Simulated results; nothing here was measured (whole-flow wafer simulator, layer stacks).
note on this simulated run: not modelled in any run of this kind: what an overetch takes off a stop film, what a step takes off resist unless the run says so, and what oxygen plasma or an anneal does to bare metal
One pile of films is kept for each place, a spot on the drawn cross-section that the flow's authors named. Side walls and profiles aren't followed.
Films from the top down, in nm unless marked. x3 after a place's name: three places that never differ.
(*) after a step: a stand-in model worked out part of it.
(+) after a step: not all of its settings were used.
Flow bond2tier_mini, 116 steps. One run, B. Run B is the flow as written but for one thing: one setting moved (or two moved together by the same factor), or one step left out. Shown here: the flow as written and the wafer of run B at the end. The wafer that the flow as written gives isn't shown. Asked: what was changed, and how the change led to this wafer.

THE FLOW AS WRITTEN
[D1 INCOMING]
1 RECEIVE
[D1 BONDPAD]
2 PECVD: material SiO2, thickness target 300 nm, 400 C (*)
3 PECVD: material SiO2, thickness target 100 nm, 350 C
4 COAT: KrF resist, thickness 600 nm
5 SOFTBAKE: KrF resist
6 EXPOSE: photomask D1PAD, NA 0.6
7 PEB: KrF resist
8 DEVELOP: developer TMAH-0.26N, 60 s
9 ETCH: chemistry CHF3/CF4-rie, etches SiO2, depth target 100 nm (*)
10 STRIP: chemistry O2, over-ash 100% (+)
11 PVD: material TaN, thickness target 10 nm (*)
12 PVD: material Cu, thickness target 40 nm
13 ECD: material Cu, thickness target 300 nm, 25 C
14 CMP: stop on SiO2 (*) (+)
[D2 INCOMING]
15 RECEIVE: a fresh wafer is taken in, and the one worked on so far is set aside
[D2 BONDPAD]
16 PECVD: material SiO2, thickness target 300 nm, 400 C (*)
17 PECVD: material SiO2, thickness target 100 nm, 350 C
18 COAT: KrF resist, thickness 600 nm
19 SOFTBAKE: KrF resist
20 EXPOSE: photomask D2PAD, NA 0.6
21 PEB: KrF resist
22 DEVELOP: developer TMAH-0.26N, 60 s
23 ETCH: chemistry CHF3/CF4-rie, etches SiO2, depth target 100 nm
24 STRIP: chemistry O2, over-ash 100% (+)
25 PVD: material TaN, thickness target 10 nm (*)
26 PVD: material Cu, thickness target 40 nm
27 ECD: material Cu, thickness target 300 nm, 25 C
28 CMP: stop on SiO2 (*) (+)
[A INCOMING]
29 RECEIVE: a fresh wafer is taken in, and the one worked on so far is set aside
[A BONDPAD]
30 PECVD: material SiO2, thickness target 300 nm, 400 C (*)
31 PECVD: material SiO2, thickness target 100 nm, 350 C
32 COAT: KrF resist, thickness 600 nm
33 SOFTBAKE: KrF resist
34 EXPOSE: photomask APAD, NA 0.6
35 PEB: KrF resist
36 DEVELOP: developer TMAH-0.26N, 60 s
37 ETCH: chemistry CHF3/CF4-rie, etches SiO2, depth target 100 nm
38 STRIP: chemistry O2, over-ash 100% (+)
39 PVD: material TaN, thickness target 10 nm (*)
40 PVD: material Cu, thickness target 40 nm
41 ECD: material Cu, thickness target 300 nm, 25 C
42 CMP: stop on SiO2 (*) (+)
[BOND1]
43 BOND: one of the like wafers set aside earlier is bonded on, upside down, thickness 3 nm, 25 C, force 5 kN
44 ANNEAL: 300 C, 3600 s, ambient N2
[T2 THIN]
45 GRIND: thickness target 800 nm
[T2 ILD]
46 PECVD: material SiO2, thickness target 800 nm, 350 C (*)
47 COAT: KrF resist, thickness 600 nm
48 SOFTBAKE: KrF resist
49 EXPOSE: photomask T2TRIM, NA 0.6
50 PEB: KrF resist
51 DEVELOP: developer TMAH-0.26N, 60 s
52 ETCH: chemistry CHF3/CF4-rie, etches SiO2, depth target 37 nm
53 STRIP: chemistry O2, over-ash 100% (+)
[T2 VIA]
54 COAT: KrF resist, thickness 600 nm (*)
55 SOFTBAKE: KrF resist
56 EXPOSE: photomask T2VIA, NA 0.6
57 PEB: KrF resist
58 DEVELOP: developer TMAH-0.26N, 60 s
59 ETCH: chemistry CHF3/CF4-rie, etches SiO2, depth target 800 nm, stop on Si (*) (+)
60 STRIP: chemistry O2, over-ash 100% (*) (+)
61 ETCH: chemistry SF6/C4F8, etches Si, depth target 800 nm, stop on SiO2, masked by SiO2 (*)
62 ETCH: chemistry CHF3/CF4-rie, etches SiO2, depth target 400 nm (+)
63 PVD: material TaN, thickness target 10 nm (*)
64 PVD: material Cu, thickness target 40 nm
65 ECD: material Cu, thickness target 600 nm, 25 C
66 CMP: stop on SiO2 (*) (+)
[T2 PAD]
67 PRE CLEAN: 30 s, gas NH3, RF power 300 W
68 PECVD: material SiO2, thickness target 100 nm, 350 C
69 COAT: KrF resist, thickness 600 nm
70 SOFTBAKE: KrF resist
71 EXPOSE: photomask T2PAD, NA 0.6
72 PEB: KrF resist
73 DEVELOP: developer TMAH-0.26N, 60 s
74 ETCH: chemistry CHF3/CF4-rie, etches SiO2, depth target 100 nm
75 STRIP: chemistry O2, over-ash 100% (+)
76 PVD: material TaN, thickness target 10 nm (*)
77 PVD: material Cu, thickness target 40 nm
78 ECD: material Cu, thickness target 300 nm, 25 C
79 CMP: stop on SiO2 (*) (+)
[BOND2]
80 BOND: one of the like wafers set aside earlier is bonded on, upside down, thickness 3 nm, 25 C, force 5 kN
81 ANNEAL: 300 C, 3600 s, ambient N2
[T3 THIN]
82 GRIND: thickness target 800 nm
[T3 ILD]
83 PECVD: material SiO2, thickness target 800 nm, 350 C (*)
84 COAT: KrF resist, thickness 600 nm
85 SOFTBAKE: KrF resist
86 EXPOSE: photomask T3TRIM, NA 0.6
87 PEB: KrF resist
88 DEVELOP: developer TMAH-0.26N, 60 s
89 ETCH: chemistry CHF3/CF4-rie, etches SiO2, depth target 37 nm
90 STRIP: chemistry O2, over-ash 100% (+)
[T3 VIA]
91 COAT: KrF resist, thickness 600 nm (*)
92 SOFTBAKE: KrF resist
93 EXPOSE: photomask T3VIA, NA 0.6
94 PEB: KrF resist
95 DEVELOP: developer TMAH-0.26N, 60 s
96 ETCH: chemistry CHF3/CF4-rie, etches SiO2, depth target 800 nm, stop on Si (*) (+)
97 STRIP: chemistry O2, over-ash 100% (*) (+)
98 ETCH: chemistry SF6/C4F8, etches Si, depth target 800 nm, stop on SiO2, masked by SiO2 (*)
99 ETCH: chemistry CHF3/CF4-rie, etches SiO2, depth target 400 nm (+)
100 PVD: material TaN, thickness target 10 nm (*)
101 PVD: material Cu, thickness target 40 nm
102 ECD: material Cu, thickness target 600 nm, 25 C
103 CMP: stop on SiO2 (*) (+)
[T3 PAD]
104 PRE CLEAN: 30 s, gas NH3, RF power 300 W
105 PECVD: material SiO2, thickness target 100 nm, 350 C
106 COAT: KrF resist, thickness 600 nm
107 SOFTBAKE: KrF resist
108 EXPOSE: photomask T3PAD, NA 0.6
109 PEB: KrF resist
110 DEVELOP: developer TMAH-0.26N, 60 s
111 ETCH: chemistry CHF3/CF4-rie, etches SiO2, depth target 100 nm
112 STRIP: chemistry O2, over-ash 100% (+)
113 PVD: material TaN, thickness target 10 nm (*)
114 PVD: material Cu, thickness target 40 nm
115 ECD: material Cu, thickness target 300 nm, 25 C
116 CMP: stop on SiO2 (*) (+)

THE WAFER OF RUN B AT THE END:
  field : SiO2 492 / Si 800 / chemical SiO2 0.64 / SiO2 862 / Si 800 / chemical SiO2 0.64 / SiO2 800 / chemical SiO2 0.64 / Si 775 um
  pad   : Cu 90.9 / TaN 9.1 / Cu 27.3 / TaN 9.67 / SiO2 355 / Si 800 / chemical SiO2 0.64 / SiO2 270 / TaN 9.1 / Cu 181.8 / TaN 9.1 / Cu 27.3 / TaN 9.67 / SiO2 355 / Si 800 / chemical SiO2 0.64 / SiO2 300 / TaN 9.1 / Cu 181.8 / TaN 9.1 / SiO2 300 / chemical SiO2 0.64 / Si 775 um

The cause: step 17, PECVD: thickness target 70 nm was run, where the flow has thickness target 100 nm.

How the change led to this, step by step:
  17 PECVD: material SiO2, thickness target 100 nm, 350 C
      field, pad, via: SiO2 +70 (as written it would be: SiO2 +100)
  80 BOND: one of the like wafers set aside earlier is bonded on, upside down, thickness 3 nm, 25 C, force 5 kN
      field: Si +775 um (new film), chemical SiO2 +0.64 (new film), SiO2 +370 (as written it would be: Si +775 um (new film), chemical SiO2 +0.64 (new film), SiO2 +400)
      pad: Si +775 um (new film), chemical SiO2 +0.64 (new film), SiO2 +270 (new film), TaN +9.1 (new film), Cu +90.9 (as written it would be: Si +775 um (new film), chemical SiO2 +0.64 (new film), SiO2 +300 (new film), TaN +9.1 (new film), Cu +90.9)
